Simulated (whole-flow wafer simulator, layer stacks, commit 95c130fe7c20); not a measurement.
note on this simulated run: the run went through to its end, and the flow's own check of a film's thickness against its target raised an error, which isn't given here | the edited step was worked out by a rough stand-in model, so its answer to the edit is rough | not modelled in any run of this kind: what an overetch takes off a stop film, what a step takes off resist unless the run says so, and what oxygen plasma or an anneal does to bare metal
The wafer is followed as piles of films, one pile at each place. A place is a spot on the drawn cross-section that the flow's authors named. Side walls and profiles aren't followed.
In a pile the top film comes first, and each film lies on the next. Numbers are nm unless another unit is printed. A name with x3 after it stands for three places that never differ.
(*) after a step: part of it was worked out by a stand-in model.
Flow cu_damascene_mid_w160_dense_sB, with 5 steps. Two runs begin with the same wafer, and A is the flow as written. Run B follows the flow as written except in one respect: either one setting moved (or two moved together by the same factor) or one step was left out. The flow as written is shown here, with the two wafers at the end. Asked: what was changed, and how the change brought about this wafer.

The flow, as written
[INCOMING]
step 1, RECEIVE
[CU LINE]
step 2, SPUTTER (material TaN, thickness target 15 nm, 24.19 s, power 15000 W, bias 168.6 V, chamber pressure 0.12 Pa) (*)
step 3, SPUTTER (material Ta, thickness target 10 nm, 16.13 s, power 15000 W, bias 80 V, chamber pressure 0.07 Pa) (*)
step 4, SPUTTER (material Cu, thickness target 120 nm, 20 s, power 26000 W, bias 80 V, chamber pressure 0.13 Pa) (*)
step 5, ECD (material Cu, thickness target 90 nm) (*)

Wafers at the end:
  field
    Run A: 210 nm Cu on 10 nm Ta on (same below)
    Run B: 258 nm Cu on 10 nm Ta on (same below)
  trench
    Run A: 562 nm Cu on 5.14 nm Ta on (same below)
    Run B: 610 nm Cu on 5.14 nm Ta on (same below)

Cause: step 4, SPUTTER: thickness target 168 nm was run, though the flow has thickness target 120 nm.

The path from the change to this, step by step:
  step 4, SPUTTER (material Cu, thickness target 120 nm, 20 s, power 26000 W, bias 80 V, chamber pressure 0.13 Pa) (*)
      field: A +120 Cu (new film) | B +168 Cu (new film)
      trench: A +62 Cu (new film) | B +86.8 Cu (new film)
  step 5, ECD (material Cu, thickness target 90 nm) (*)
      trench: A +500 Cu | B +523.2 Cu
